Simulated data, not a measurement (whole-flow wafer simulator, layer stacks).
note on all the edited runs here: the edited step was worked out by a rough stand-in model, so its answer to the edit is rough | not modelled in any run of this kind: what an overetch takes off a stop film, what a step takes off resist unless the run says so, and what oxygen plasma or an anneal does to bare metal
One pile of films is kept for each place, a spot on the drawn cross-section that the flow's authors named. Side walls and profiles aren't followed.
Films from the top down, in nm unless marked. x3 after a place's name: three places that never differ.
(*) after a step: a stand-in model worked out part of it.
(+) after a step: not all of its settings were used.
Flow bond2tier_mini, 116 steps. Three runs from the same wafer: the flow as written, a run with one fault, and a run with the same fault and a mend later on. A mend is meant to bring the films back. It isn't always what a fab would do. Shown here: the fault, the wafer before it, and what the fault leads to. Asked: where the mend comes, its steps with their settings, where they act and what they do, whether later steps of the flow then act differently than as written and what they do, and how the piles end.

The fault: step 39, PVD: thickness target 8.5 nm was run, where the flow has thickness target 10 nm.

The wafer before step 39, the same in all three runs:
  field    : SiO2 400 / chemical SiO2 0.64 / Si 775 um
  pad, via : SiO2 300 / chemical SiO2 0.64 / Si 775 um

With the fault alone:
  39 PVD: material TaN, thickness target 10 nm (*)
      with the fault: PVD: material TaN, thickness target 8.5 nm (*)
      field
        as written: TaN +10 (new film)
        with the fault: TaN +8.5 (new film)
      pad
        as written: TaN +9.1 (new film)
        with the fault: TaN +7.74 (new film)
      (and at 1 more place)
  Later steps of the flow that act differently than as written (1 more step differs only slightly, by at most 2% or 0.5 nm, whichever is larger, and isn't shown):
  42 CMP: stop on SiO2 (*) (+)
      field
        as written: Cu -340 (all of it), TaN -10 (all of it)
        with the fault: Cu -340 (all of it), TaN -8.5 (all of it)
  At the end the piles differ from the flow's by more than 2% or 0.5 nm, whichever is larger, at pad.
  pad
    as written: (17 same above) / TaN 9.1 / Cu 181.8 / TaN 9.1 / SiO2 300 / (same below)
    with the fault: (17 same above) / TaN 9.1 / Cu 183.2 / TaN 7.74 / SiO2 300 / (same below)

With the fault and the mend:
  The mend comes after step 39.
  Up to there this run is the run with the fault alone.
  39a PVD: material TaN, thickness target 1.5 nm (*) (the flow's step 39 once more, with other settings)
      field, via
        TaN +1.5
      pad
        TaN +1.36
  No later step of the flow acts differently than as written at any place that is followed.
  At the end the piles are the same as the flow's at every place that both follow.
